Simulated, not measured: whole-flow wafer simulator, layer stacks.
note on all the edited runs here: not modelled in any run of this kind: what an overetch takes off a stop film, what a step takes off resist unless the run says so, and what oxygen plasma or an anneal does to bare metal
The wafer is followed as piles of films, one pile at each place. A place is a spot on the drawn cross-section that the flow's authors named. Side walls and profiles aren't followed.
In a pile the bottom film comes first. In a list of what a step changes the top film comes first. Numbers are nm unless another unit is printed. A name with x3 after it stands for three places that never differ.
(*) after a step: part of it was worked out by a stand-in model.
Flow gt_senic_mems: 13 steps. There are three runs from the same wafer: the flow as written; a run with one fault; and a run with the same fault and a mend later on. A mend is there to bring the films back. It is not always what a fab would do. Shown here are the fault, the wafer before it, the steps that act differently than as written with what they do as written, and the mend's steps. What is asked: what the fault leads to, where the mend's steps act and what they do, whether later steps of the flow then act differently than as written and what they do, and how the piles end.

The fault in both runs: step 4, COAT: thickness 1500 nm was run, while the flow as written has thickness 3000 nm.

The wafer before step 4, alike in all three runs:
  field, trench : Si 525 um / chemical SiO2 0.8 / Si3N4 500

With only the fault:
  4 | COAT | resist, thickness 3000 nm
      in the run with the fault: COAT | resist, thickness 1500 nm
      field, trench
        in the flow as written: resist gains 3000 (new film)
        in the run with the fault: resist gains 1500 (new film)
  Later steps of the flow acting differently than as written:
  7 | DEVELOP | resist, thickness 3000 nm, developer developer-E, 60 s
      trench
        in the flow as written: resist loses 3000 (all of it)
        in the run with the fault: resist loses 1500 (all of it)
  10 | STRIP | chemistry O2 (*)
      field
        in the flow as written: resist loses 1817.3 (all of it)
        in the run with the fault: resist loses 317.3 (all of it)
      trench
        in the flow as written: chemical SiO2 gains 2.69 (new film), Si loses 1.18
        in the run with the fault: chemical SiO2 gains 2.09 (new film), Si loses 0.92
  At trench, the piles at the end differ from the flow's by more than 2% or 0.5 nm, whichever is larger.
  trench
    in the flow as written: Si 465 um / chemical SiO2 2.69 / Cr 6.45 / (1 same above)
    in the run with the fault: Si 465 um / chemical SiO2 2.09 / Cr 6.45 / (1 same above)

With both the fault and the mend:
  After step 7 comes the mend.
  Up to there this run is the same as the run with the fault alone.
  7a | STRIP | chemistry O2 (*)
      field
        resist loses 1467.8 (all of it)
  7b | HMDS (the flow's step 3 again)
      alters no film at any place that is followed
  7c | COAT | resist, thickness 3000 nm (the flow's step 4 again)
      field, trench
        resist gains 3000 (new film)
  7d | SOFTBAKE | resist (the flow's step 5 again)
      alters no film at any place that is followed
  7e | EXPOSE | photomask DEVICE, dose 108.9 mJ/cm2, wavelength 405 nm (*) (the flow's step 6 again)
      alters no film at any place that is followed
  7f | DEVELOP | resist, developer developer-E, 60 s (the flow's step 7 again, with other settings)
      field
        resist loses 32.2
      trench
        resist loses 3000 (all of it)
  None of the later steps of the flow acts differently than as written at any place that is followed.
  The piles end the same as the flow's at every place that both follow.
